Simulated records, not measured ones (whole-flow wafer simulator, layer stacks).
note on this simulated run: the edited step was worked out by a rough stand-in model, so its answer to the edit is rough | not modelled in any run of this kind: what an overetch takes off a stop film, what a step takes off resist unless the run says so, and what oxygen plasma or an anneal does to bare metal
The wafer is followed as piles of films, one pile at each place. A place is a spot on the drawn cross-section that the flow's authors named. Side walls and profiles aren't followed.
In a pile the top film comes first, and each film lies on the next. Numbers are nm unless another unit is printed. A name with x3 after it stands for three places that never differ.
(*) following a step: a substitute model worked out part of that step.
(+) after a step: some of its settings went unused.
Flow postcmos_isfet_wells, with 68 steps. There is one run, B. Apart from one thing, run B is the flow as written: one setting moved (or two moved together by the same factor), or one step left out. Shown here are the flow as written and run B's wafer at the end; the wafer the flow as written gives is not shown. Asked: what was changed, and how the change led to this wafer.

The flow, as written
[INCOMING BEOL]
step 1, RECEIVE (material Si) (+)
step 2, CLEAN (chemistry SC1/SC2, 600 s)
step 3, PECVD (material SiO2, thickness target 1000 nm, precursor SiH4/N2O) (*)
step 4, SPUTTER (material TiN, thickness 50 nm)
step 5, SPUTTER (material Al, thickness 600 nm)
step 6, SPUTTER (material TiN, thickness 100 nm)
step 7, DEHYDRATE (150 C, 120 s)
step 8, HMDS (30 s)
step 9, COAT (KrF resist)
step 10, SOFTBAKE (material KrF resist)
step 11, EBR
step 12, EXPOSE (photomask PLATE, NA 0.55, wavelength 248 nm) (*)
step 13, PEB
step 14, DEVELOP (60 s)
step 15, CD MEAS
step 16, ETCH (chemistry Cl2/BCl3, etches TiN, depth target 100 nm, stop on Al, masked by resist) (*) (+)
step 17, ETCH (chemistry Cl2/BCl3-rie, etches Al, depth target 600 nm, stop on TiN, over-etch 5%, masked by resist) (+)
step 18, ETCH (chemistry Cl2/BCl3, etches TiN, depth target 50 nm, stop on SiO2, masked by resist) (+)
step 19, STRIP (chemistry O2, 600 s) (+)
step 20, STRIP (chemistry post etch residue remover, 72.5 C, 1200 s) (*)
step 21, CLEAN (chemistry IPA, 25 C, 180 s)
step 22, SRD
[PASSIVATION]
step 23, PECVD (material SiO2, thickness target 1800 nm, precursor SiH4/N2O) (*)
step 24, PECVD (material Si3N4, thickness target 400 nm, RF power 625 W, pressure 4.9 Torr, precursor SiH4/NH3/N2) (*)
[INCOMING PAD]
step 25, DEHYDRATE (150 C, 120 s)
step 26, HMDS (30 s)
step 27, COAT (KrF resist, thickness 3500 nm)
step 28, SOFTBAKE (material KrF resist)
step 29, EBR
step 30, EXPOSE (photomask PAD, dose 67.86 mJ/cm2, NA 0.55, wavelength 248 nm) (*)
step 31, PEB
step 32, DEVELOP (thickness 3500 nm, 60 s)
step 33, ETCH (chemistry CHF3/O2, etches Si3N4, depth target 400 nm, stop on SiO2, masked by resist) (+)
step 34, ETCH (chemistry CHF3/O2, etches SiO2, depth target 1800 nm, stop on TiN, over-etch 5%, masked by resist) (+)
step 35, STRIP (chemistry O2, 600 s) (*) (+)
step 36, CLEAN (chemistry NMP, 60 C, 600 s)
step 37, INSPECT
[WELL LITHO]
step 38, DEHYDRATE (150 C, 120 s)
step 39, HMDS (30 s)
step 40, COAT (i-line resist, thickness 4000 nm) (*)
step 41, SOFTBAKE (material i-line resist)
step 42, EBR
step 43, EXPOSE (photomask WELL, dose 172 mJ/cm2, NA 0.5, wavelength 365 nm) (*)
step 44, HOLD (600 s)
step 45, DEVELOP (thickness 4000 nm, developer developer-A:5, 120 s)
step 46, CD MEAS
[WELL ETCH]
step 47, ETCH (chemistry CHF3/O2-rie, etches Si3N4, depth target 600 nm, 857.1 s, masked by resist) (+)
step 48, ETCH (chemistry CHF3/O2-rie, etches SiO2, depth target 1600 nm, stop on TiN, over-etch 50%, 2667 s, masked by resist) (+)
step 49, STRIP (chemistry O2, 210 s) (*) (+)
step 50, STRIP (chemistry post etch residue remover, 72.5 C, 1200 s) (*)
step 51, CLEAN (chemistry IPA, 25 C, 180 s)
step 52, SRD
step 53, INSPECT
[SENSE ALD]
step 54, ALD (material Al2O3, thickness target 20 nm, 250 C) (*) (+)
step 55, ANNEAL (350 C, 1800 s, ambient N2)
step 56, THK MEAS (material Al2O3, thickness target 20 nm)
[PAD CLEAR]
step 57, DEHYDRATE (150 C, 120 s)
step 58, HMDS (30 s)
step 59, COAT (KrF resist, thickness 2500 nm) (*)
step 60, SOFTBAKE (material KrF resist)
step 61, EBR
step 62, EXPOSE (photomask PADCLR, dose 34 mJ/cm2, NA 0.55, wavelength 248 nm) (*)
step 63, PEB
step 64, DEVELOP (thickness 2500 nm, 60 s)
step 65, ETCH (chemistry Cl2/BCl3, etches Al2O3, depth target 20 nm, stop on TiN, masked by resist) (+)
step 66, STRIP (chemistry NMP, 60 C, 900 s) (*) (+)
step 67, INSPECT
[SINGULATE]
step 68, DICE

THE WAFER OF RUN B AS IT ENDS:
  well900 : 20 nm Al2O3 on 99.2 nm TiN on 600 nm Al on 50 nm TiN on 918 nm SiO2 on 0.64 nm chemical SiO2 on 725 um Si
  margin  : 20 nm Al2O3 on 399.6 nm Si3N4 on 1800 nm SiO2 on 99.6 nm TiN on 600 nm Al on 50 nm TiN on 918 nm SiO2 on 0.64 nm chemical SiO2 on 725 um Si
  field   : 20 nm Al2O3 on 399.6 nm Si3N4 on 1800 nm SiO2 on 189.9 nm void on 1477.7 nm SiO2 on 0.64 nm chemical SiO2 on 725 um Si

The reason: step 3, PECVD: thickness target 918 nm was run, whereas the flow has thickness target 1000 nm.
One can read it off the wafer: well900 has SiO2 918, and step 3 as written asks for 1000 nm.

The path from the change to this, step by step:
  step 3, PECVD (material SiO2, thickness target 1000 nm, precursor SiH4/N2O) (*)
      field, margin, well900, well1300 x3, pad_rim, pad_clr, pad_open: +918 SiO2 (new film) (in the flow as written it would be: +1000 SiO2 (new film))
